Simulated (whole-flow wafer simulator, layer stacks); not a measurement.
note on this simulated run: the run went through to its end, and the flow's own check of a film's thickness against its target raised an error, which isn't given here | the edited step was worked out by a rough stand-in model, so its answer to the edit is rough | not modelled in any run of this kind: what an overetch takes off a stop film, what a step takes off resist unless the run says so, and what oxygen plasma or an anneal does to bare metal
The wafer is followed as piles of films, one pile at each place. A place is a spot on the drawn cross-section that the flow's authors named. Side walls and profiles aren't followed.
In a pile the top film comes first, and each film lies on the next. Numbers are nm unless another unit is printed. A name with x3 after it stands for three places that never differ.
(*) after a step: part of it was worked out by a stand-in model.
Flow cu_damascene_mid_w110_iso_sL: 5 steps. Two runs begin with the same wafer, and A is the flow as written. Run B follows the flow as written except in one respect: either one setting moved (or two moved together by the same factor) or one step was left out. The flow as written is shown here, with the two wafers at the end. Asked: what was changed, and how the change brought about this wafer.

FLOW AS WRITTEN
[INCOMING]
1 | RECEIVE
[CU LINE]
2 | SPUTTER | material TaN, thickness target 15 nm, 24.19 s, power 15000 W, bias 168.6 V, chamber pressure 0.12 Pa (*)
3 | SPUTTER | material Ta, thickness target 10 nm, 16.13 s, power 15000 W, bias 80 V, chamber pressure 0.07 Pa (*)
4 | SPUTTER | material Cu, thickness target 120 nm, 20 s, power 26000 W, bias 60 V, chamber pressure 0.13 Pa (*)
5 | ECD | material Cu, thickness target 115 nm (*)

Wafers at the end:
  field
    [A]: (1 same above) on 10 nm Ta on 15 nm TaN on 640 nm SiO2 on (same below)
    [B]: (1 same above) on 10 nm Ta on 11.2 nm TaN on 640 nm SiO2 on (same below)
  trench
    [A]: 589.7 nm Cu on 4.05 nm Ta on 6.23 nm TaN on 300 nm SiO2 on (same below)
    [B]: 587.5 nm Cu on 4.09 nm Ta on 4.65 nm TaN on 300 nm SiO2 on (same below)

Cause: step 2, SPUTTER: thickness target 11.2 nm was run, though the flow has thickness target 15 nm; step 2, SPUTTER: 18.14 s was run, where the flow has 24.19 s.
The wafer itself shows it: field has TaN 11.2, and step 2 as written asks for 15 nm.

How this came from the change, step by step:
  2 | SPUTTER | material TaN, thickness target 15 nm, 24.19 s, power 15000 W, bias 168.6 V, chamber pressure 0.12 Pa (*)
      field: A TaN gains 15 (new film) | B TaN gains 11.2 (new film)
      trench: A TaN gains 6.23 (new film) | B TaN gains 4.65 (new film)
